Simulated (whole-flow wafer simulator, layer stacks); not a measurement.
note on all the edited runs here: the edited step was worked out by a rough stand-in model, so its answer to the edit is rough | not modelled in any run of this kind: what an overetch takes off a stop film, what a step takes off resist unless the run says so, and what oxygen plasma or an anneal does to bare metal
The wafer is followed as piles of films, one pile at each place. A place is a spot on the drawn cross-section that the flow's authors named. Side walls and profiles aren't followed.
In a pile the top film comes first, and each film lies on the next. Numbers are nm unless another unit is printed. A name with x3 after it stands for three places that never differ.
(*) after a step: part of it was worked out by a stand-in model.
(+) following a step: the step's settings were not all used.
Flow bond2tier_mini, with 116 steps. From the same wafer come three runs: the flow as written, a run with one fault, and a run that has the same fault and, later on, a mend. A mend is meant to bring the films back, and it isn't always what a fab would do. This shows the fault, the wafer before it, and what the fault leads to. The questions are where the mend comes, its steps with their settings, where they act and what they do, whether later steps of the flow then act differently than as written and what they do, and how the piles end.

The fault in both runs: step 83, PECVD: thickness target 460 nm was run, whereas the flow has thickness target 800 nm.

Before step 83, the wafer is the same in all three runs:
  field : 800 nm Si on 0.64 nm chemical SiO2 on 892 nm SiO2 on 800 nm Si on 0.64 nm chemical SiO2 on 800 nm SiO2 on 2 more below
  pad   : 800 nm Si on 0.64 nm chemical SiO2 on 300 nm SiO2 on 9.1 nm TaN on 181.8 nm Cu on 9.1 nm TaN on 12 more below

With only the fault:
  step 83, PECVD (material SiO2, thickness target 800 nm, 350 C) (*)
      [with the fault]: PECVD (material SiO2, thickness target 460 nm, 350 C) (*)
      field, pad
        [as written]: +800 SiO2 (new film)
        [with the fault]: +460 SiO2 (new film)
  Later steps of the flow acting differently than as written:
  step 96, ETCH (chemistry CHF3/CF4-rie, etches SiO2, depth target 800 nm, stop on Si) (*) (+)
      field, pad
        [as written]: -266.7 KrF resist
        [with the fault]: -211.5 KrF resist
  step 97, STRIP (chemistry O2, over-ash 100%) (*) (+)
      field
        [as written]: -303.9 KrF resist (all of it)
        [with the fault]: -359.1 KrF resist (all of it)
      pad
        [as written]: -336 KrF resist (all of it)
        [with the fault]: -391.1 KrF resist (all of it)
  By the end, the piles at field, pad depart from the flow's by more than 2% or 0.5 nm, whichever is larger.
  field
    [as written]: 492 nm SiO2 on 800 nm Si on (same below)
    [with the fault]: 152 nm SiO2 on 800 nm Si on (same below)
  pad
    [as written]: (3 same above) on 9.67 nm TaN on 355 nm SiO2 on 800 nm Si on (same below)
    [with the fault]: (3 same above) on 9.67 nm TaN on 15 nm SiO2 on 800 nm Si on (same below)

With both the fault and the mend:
  The mend stands after step 88.
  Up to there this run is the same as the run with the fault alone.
  step 88a, STRIP (chemistry O2, over-ash 100%) (+)
      field
        -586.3 KrF resist (all of it)
  step 88b, PECVD (material SiO2, thickness target 340 nm, 350 C) (*) (the flow's step 83 again, with other settings)
      field, pad
        +340 SiO2
  step 88c, COAT (KrF resist, thickness 600 nm) (the flow's step 84 again)
      field, pad
        +600 KrF resist (new film)
  step 88d, SOFTBAKE (KrF resist) (the flow's step 85 again)
      alters no film at any place that is followed
  step 88e, EXPOSE (photomask T3TRIM, NA 0.6) (the flow's step 86 again)
      alters no film at any place that is followed
  step 88f, PEB (KrF resist) (the flow's step 87 again)
      alters no film at any place that is followed
  step 88g, DEVELOP (developer TMAH-0.26N, 60 s) (the flow's step 88 again)
      field
        -13.7 KrF resist
      pad
        -600 KrF resist (all of it)
  None of the later steps of the flow acts differently than as written at any place that is followed.
  At every place that both follow, the piles at the end match the flow's.
